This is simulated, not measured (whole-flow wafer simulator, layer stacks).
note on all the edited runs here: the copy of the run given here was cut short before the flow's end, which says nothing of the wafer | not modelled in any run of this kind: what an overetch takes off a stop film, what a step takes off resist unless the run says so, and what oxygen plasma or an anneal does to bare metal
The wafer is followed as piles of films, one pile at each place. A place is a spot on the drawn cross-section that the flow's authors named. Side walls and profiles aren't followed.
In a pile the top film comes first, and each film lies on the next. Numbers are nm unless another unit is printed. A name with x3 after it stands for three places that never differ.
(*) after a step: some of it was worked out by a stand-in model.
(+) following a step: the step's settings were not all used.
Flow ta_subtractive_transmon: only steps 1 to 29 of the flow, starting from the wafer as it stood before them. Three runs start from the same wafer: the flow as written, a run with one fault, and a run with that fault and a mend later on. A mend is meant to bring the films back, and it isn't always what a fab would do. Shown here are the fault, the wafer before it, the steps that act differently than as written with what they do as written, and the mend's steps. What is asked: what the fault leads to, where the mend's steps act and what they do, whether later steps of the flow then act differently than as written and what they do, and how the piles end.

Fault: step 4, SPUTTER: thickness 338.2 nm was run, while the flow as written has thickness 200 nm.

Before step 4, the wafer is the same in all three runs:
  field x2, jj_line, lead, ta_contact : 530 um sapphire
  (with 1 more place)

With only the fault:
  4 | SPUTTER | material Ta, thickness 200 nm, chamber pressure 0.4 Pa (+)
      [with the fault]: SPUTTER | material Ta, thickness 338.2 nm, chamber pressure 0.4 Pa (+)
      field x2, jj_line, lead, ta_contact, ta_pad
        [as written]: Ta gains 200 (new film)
        [with the fault]: Ta gains 338.2 (new film)
  Steps later in the flow that act otherwise than as written (3 more steps, not shown, differ only slightly: by at most 2% or 0.5 nm, whichever is larger):
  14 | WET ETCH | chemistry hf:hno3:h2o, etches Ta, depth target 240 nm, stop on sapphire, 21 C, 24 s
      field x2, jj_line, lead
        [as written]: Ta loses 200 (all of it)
        [with the fault]: Ta loses 240
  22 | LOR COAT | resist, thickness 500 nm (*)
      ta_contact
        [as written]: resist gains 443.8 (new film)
        [with the fault]: resist gains 433.7 (new film)
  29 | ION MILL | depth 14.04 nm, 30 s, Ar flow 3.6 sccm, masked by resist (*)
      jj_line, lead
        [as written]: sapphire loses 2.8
        [with the fault]: Ta loses 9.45
  The piles end different from the flow's at field x2, jj_line, lead, ta_contact, ta_pad by more than 2% or 0.5 nm, whichever is larger.
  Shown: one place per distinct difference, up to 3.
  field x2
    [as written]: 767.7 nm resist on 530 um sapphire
    [with the fault]: 767.7 nm resist on 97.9 nm Ta on 530 um sapphire
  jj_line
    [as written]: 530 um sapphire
    [with the fault]: 88.5 nm Ta on 530 um sapphire
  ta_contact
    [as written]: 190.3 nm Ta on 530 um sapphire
    [with the fault]: 328.5 nm Ta on 530 um sapphire

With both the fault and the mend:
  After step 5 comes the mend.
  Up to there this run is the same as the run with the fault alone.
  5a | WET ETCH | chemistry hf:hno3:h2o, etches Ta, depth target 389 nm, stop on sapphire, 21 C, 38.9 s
      field x2, jj_line, lead, ta_contact, ta_pad
        Ta loses 338.2 (all of it)
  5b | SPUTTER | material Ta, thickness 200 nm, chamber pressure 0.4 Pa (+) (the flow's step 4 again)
      field x2, jj_line, lead, ta_contact, ta_pad
        Ta gains 200 (new film)
  Every later step of the flow that is run acts as written at every place that is followed.
  At every place that both follow, the piles at the end match the flow's.
